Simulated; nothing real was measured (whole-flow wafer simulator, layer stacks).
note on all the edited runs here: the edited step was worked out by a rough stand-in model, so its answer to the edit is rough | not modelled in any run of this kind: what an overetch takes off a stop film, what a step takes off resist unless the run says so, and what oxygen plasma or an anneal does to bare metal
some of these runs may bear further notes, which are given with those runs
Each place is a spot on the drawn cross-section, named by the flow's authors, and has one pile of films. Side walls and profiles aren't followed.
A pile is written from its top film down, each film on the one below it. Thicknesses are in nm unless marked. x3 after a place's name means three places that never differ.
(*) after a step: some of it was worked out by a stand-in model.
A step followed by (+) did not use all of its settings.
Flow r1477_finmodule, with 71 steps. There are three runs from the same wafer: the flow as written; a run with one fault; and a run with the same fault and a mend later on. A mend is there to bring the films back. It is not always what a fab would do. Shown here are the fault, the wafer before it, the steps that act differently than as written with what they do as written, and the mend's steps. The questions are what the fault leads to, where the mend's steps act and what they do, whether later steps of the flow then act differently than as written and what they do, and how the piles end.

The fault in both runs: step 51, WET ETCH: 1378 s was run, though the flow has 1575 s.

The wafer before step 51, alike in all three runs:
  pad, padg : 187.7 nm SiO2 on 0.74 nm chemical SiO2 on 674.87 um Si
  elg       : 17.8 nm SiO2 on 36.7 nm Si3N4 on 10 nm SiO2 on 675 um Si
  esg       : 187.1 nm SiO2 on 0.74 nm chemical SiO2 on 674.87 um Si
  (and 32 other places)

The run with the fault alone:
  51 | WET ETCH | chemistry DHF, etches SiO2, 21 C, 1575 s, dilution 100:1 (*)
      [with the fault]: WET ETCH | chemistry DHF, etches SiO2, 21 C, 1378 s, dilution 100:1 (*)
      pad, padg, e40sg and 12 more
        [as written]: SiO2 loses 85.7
        [with the fault]: SiO2 loses 75
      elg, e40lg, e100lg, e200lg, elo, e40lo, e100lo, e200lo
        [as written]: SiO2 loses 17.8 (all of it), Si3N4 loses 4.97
        [with the fault]: SiO2 loses 17.8 (all of it), Si3N4 loses 4.17
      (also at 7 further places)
  Later steps of the flow acting differently than as written (1 more step, not shown, differs only slightly: by at most 2% or 0.5 nm, whichever is larger):
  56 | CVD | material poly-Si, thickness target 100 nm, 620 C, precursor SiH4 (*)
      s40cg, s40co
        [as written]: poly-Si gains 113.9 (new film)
        [with the fault]: poly-Si gains 104 (new film)
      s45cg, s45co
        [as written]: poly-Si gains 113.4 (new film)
        [with the fault]: poly-Si gains 103.5 (new film)
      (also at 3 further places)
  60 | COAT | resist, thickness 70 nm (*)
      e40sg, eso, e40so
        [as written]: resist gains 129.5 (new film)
        [with the fault]: resist gains 120.1 (new film)
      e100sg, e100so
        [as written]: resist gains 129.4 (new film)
        [with the fault]: resist gains 120 (new film)
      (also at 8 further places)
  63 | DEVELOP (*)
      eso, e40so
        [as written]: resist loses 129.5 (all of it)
        [with the fault]: resist loses 120.1 (all of it)
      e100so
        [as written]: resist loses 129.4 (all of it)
        [with the fault]: resist loses 120 (all of it)
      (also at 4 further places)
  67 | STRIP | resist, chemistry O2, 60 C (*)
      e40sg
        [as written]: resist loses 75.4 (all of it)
        [with the fault]: resist loses 66 (all of it)
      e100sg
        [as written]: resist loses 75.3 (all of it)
        [with the fault]: resist loses 65.9 (all of it)
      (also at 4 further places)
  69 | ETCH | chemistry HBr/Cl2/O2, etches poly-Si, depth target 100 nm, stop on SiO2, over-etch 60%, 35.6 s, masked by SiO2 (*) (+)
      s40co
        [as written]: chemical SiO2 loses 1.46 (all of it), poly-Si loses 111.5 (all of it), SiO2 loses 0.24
        [with the fault]: chemical SiO2 loses 1.41 (all of it), poly-Si loses 101.6 (all of it), SiO2 loses 0.29
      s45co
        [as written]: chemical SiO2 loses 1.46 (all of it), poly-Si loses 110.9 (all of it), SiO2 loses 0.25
        [with the fault]: chemical SiO2 loses 1.41 (all of it), poly-Si loses 101.1 (all of it), SiO2 loses 0.29
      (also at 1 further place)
  At pad, padg, elg and 27 more, the piles at the end differ from the flow's by more than 2% or 0.5 nm, whichever is larger.
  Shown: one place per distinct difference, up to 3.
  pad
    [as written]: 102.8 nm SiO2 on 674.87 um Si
    [with the fault]: 113.5 nm SiO2 on 674.87 um Si
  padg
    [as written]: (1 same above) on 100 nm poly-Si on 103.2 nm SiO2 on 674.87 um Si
    [with the fault]: (1 same above) on 100 nm poly-Si on 113.9 nm SiO2 on 674.87 um Si
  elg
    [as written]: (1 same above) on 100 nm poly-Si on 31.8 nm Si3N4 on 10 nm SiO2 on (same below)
    [with the fault]: (1 same above) on 100 nm poly-Si on 32.6 nm Si3N4 on 10 nm SiO2 on (same below)

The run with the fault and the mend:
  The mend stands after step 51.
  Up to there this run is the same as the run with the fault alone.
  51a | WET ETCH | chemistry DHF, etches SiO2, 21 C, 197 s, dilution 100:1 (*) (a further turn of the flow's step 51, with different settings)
      pad, padg, e40sg and 12 more
        SiO2 loses 10.7
      elg, e40lg, e100lg, e200lg, elo, e40lo, e100lo, e200lo
        Si3N4 loses 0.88
      esg, s40cg, s45cg, s50cg, s40co, s45co, s50co
        SiO2 loses 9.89
  None of the later steps of the flow differs from how it acts as written, at any place that is followed, by more than 2% or 0.5 nm, whichever is larger.
  When the end is reached, the piles differ only a little from the flow's at the places that both follow, at most by 2% or 0.5 nm, whichever is larger.
